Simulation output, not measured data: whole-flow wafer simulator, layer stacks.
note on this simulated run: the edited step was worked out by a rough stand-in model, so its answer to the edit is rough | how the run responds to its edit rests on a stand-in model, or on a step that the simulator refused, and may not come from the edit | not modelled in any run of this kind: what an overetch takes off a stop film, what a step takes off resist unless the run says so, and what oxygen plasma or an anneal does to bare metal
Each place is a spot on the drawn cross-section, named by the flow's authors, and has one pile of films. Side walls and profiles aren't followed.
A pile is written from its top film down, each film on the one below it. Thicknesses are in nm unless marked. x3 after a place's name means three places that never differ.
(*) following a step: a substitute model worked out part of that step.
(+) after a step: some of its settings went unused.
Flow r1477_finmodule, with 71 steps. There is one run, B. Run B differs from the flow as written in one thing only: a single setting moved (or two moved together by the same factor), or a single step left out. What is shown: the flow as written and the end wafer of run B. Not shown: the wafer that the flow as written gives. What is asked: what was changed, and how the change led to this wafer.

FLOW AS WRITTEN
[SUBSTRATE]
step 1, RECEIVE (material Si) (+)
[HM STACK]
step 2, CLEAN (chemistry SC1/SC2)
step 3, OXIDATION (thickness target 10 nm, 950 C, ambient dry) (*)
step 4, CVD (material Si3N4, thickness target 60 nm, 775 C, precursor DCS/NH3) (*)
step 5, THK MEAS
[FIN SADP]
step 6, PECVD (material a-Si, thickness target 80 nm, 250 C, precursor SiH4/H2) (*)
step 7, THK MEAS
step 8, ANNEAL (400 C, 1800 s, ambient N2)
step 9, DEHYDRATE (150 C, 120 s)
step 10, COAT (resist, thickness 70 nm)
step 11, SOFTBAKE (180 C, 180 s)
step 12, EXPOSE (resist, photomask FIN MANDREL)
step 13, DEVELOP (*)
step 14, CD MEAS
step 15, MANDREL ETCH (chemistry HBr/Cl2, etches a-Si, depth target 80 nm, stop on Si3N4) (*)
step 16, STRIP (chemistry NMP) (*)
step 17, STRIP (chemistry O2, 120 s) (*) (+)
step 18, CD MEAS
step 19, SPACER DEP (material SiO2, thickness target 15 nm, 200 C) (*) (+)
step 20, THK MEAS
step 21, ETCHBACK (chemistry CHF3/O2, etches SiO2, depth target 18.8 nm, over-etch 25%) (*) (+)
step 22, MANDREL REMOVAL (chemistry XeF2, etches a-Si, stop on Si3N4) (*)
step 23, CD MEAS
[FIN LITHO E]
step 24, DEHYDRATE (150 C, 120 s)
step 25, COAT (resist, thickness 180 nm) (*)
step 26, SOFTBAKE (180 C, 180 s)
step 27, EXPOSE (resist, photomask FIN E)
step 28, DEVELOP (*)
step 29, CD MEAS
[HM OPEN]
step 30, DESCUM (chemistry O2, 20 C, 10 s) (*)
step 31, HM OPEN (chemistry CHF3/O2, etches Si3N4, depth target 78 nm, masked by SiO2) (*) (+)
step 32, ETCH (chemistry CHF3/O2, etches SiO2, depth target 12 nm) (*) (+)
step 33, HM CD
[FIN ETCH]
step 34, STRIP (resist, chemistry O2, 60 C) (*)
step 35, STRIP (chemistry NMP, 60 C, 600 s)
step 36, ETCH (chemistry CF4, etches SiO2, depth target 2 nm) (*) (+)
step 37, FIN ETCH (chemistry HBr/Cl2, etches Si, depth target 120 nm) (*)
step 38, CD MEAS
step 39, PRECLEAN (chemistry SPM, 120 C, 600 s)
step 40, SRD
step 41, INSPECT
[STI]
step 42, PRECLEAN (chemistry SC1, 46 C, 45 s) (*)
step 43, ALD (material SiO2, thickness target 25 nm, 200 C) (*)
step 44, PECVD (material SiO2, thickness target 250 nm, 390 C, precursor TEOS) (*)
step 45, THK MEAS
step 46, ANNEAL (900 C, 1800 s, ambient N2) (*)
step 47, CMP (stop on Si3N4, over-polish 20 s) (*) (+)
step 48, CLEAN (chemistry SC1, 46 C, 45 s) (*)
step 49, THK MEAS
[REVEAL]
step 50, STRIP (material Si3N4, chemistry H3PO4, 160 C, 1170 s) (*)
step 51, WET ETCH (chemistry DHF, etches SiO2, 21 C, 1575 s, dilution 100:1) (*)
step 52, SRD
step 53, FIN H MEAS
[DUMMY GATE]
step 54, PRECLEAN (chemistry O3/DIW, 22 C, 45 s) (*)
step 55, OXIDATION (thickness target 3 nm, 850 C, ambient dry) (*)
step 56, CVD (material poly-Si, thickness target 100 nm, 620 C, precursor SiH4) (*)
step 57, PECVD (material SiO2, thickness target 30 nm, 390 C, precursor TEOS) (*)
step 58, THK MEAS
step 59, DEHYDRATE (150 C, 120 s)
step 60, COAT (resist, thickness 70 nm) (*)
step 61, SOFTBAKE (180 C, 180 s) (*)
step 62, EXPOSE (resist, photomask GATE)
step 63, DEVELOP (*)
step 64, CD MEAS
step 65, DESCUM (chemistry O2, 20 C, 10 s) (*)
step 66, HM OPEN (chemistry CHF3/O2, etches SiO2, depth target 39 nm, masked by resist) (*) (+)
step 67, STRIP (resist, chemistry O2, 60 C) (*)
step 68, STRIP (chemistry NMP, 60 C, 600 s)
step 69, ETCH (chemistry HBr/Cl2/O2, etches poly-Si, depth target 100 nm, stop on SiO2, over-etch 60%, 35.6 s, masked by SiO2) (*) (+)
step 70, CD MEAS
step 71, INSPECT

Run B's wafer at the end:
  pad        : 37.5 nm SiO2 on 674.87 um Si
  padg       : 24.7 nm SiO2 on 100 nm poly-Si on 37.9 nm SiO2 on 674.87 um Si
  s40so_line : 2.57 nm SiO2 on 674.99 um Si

Cause: step 44, PECVD: thickness target 106.2 nm was run, though the flow has thickness target 250 nm.

Step by step, how the change led to this:
  step 44, PECVD (material SiO2, thickness target 250 nm, 390 C, precursor TEOS) (*)
      pad, padg, elg and 33 more: +106.2 SiO2 (as written it would have been: +250 SiO2)
  step 46, ANNEAL (900 C, 1800 s, ambient N2) (*)
      pad, padg, elg and 33 more: -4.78 SiO2 (as written it would have been: -11.2 SiO2)
  step 47, CMP (stop on Si3N4, over-polish 20 s) (*) (+)
      pad, padg, e40sg and 11 more: nothing (as written it would have been: -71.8 SiO2)
      eso: nothing (as written it would have been: -72.4 SiO2)
      (and at 21 other places as well)
  step 60, COAT (resist, thickness 70 nm) (*)
      e40lg, e100lg, e200lg, elo, e40lo, e100lo, e200lo: +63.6 resist (new film) (as written it would have been: +66.9 resist (new film))
      e40sg, e40so: +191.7 resist (new film) (as written it would have been: +129.5 resist (new film))
      (and at 23 other places as well)
  step 63, DEVELOP (*)
      elo, e40lo, e100lo, e200lo: -63.6 resist (all of it) (as written it would have been: -66.9 resist (all of it))
      eso: -191 resist (all of it) (as written it would have been: -129.5 resist (all of it))
      (and at 12 other places as well)
  step 67, STRIP (resist, chemistry O2, 60 C) (*)
      e40lg, e100lg: -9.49 resist (all of it) (as written it would have been: -12.8 resist (all of it))
      e40sg: -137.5 resist (all of it) (as written it would have been: -75.4 resist (all of it))
      (and at 12 other places as well)
